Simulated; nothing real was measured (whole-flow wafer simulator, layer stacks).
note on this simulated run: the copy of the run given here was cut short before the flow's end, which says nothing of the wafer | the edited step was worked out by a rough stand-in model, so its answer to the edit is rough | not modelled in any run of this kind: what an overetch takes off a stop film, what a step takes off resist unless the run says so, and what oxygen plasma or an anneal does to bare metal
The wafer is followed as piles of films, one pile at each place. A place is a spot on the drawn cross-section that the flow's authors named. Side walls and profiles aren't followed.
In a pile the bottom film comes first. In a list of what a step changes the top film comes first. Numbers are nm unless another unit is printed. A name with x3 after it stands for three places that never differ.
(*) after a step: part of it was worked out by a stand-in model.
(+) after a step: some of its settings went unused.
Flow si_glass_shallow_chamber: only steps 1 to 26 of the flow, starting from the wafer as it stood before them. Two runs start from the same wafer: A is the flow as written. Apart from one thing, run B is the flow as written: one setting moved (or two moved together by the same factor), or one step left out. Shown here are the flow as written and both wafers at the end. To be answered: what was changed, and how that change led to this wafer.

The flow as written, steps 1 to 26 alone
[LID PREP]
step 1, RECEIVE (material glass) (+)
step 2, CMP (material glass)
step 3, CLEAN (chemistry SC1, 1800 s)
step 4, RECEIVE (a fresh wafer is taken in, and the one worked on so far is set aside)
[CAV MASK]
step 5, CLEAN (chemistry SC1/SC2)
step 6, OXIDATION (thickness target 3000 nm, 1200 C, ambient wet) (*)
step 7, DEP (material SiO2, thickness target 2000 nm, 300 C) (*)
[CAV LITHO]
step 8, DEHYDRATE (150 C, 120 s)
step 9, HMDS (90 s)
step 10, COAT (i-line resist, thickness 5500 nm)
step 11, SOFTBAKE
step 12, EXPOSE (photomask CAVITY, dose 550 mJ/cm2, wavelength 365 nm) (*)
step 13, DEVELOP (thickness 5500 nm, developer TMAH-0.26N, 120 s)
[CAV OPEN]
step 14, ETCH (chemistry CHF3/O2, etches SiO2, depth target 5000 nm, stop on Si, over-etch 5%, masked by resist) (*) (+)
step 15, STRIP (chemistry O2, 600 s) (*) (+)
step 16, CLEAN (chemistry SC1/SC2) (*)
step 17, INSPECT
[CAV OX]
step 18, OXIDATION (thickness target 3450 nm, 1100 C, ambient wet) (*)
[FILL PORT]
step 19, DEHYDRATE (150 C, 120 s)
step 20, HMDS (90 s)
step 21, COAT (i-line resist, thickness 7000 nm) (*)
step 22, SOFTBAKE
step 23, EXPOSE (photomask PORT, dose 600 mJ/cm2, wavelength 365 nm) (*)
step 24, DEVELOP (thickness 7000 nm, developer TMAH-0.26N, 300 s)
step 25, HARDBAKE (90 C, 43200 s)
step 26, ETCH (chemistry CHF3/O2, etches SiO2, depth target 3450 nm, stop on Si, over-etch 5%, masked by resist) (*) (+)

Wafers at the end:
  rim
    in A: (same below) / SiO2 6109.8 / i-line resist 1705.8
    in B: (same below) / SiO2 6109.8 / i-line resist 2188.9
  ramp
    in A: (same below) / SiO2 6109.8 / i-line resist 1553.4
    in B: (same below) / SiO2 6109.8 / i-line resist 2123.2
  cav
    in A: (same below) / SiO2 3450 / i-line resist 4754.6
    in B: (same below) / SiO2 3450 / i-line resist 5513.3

What caused this: step 21, COAT: thickness 7728 nm was run, whereas the flow has thickness 7000 nm.

The path from the change to this, step by step:
  step 21, COAT (i-line resist, thickness 7000 nm) (*)
      rim: A i-line resist gains 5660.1 (new film) | B i-line resist gains 6363.6 (new film)
      ramp: A i-line resist gains 5087.8 (new film) | B i-line resist gains 5785.1 (new film)
      (and at 4 other places as well)
  step 22, SOFTBAKE
      rim: A i-line resist loses 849 | B i-line resist loses 1050.9
      ramp: A i-line resist loses 434.5 | B i-line resist loses 540.7
      (and at 4 other places as well)
  step 24, DEVELOP (thickness 7000 nm, developer TMAH-0.26N, 300 s)
      port: A i-line resist loses 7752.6 (all of it) | B i-line resist loses 8707.9 (all of it)
  step 25, HARDBAKE (90 C, 43200 s)
      rim: A i-line resist loses 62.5 | B i-line resist loses 81
      ramp: A i-line resist loses 57.1 | B i-line resist loses 78.3
      (and at 3 other places as well)
